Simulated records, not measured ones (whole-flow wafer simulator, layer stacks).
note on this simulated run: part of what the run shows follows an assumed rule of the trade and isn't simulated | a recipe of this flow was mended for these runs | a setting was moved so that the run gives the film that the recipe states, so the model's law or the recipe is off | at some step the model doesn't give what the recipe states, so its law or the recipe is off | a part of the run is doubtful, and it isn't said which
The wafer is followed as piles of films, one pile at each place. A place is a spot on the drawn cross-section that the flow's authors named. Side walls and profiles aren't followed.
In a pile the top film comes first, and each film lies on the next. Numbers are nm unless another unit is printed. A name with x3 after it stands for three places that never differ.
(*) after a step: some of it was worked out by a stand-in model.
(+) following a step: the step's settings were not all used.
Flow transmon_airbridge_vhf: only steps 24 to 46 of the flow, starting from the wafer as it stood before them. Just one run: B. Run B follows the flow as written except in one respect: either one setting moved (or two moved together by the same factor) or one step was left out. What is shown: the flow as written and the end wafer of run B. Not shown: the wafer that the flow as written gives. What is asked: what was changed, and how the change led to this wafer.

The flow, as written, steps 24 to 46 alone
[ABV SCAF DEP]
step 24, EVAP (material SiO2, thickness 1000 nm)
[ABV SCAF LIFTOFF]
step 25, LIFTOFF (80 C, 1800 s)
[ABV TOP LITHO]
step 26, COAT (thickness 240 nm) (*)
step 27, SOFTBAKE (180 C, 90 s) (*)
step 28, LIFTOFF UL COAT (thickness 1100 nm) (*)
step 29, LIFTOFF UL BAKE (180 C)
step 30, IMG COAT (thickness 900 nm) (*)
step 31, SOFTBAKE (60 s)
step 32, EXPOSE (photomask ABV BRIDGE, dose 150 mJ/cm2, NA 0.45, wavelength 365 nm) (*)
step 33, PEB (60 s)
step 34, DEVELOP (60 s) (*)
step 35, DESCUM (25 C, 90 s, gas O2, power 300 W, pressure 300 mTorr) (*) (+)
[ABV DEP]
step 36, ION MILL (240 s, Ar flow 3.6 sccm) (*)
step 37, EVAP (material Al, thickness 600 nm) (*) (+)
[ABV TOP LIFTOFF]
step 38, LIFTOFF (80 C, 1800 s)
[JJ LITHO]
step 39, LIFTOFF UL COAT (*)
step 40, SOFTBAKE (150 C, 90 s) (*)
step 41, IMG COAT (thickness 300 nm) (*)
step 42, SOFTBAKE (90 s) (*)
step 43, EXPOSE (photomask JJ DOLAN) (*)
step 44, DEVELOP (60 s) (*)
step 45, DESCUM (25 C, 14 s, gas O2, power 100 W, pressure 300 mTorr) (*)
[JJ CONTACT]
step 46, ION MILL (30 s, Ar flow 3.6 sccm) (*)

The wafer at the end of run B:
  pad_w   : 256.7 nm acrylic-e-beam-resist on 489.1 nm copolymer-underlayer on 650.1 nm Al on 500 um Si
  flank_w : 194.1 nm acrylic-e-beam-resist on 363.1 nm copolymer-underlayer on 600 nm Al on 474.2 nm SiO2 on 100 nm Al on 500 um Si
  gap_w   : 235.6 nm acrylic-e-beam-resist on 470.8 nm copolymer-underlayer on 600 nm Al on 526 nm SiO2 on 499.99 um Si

The reason: step 24, EVAP: thickness 550 nm was run, though the flow has thickness 1000 nm.

The path from the change to this, step by step:
  step 24, EVAP (material SiO2, thickness 1000 nm)
      field x3, jj_line, ground_far and 10 more: SiO2 gains 550 (new film) (in the flow as written it would be: SiO2 gains 1000 (new film))
      flank_w, flank_e: SiO2 gains 498.2 (new film) (in the flow as written it would be: SiO2 gains 905.8 (new film))
  step 25, LIFTOFF (80 C, 1800 s)
      field x3, jj_line, trace_open_s x2: SiO2 loses 550 (all of it), i-line-resist loses 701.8 (all of it), lift-off-underlayer loses 1100 (all of it), acrylic-e-beam-resist loses 240 (all of it) (in the flow as written it would be: SiO2 loses 1000 (all of it), i-line-resist loses 701.8 (all of it), lift-off-underlayer loses 1100 (all of it), acrylic-e-beam-resist loses 240 (all of it))
      pad_w, pad_e: SiO2 loses 550 (all of it), i-line-resist loses 696.3 (all of it), lift-off-underlayer loses 1089.9 (all of it), acrylic-e-beam-resist loses 239.3 (all of it) (in the flow as written it would be: SiO2 loses 1000 (all of it), i-line-resist loses 696.3 (all of it), lift-off-underlayer loses 1089.9 (all of it), acrylic-e-beam-resist loses 239.3 (all of it))
      (as well as at 1 more place)
  step 26, COAT (thickness 240 nm) (*)
      flank_w, flank_e: acrylic-e-beam-resist gains 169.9 (new film) (in the flow as written it would be: acrylic-e-beam-resist gains 155.2 (new film))
      gap_w, gap_e: acrylic-e-beam-resist gains 230.5 (new film) (in the flow as written it would be: acrylic-e-beam-resist gains 211.2 (new film))
      (as well as at 6 more places)
  step 28, LIFTOFF UL COAT (thickness 1100 nm) (*)
      gap_w, gap_e: lift-off-underlayer gains 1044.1 (new film) (in the flow as written it would be: lift-off-underlayer gains 979.6 (new film))
      margin_s, margin_n: lift-off-underlayer gains 937.6 (new film) (in the flow as written it would be: lift-off-underlayer gains 823.4 (new film))
      (as well as at 6 more places)
  step 30, IMG COAT (thickness 900 nm) (*)
      gap_w, gap_e: i-line-resist gains 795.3 (new film) (in the flow as written it would be: i-line-resist gains 685.3 (new film))
      margin_s, margin_n: i-line-resist gains 744.4 (new film) (in the flow as written it would be: i-line-resist gains 603.2 (new film))
      (as well as at 7 more places)
  step 33, PEB (60 s)
      flank_w, flank_e: i-line-resist loses 43 (in the flow as written it would be: i-line-resist loses 38.8)
      gap_w, gap_e: i-line-resist loses 40.9 (in the flow as written it would be: i-line-resist loses 35)
      (as well as at 7 more places)
  step 34, DEVELOP (60 s) (*)
      gap_w, gap_e: i-line-resist loses 754.4 (all of it), lift-off-underlayer loses 1044.1 (all of it) (in the flow as written it would be: i-line-resist loses 650.2 (all of it), lift-off-underlayer loses 979.6 (all of it))
      pad_w: i-line-resist loses 897.6 (all of it), lift-off-underlayer loses 1175.3 (all of it) (in the flow as written it would be: i-line-resist loses 937.3 (all of it), lift-off-underlayer loses 1246.2 (all of it))
      (as well as at 5 more places)
  step 35, DESCUM (25 C, 90 s, gas O2, power 300 W, pressure 300 mTorr) (*) (+)
      field x3, jj_line, ground_far, trace_open_s x2, margin_s, margin_n: i-line-resist loses 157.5 (in the flow as written it would be: i-line-resist loses 167.2)
      flank_w, flank_e: acrylic-e-beam-resist loses 169.9 (all of it) (in the flow as written it would be: acrylic-e-beam-resist loses 155.2 (all of it))
      (as well as at 6 more places)
  step 38, LIFTOFF (80 C, 1800 s)
      margin_s, margin_n: Al loses 600 (all of it), i-line-resist loses 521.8 (all of it), lift-off-underlayer loses 937.6 (all of it), acrylic-e-beam-resist loses 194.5 (all of it) (in the flow as written it would be: Al loses 600 (all of it), i-line-resist loses 378.2 (all of it), lift-off-underlayer loses 823.4 (all of it), acrylic-e-beam-resist loses 168.6 (all of it))
      ground_far: Al loses 600 (all of it), i-line-resist loses 730.4 (all of it), lift-off-underlayer loses 1121.5 (all of it), acrylic-e-beam-resist loses 246.3 (all of it) (in the flow as written it would be: Al loses 600 (all of it), i-line-resist loses 776.6 (all of it), lift-off-underlayer loses 1134.8 (all of it), acrylic-e-beam-resist loses 250.1 (all of it))
  step 39, LIFTOFF UL COAT (*)
      pad_w, pad_e: copolymer-underlayer gains 489.1 (new film) (in the flow as written it would be: copolymer-underlayer gains 513.6 (new film))
      flank_w, flank_e: copolymer-underlayer gains 363.1 (new film) (in the flow as written it would be: copolymer-underlayer gains 308 (new film))
      (as well as at 6 more places)
  step 41, IMG COAT (thickness 300 nm) (*)
      pad_w, pad_e: acrylic-e-beam-resist gains 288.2 (new film) (in the flow as written it would be: acrylic-e-beam-resist gains 300.2 (new film))
      flank_w, flank_e: acrylic-e-beam-resist gains 225.6 (new film) (in the flow as written it would be: acrylic-e-beam-resist gains 217.1 (new film))
      (as well as at 6 more places)
